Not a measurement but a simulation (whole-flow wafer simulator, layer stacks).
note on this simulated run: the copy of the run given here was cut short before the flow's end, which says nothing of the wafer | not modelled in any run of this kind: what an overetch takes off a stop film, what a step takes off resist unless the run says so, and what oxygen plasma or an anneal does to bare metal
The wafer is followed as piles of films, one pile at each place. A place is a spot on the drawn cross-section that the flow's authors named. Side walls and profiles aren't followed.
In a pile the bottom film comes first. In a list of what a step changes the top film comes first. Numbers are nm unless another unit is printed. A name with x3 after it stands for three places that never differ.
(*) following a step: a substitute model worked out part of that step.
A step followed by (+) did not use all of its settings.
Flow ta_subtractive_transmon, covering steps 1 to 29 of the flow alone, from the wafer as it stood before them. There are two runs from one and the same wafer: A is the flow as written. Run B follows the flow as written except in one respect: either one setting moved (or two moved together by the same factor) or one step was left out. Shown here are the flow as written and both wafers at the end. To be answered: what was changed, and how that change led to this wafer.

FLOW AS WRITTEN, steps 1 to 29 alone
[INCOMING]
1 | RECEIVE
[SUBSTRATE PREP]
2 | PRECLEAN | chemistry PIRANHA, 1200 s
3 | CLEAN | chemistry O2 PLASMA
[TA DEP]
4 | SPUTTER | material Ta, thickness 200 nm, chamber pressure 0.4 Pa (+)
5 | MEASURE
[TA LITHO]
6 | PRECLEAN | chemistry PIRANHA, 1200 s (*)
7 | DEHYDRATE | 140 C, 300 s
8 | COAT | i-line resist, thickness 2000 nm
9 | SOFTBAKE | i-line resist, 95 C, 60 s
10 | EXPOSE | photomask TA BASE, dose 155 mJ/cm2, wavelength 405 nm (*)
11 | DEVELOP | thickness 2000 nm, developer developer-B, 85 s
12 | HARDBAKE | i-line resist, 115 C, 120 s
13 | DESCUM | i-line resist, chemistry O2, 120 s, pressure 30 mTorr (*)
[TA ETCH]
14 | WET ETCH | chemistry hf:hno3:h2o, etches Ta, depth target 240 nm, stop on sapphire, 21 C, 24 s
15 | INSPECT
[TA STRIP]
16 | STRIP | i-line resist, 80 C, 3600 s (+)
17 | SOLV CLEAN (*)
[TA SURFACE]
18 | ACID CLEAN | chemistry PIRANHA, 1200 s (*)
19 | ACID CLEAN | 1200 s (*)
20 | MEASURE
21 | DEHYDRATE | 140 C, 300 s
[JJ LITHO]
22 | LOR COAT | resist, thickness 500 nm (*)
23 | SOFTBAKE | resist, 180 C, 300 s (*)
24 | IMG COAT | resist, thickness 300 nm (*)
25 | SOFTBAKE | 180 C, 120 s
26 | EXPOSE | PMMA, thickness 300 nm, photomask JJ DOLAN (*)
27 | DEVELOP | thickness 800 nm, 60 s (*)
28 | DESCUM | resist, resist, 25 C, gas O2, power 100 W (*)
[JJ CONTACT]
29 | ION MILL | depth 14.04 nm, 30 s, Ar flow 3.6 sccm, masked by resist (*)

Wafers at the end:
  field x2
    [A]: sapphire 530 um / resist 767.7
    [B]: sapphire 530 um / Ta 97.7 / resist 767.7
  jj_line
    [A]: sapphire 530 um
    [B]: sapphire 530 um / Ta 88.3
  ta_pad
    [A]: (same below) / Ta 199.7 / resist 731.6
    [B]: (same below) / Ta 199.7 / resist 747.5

Cause: step 14, WET ETCH: 10.2 s was run, though the flow has 24 s.

The path from the change to this, step by step:
  14 | WET ETCH | chemistry hf:hno3:h2o, etches Ta, depth target 240 nm, stop on sapphire, 21 C, 24 s
      field x2, jj_line, lead: A Ta loses 200 (all of it) | B Ta loses 102
  22 | LOR COAT | resist, thickness 500 nm (*)
      lead: A resist gains 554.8 (new film) | B resist gains 529 (new film)
      ta_contact: A resist gains 443.8 (new film) | B resist gains 470 (new film)
  24 | IMG COAT | resist, thickness 300 nm (*)
      ta_contact: A resist gains 287.4 | B resist gains 293.8
      ta_pad: A resist gains 281.3 | B resist gains 290.3
  27 | DEVELOP | thickness 800 nm, 60 s (*)
      lead: A resist loses 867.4 (all of it) | B resist loses 835.4 (all of it)
      ta_contact: A resist loses 731.2 (all of it) | B resist loses 763.7 (all of it)
  29 | ION MILL | depth 14.04 nm, 30 s, Ar flow 3.6 sccm, masked by resist (*)
      jj_line, lead: A sapphire loses 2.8 | B Ta loses 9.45
Taking metal films that touch as one body, field x2 has 1 body; the flow as written gives 0 bodies.
Taking metal films that touch as one body, jj_line has 1 body; the flow as written gives 0 bodies.
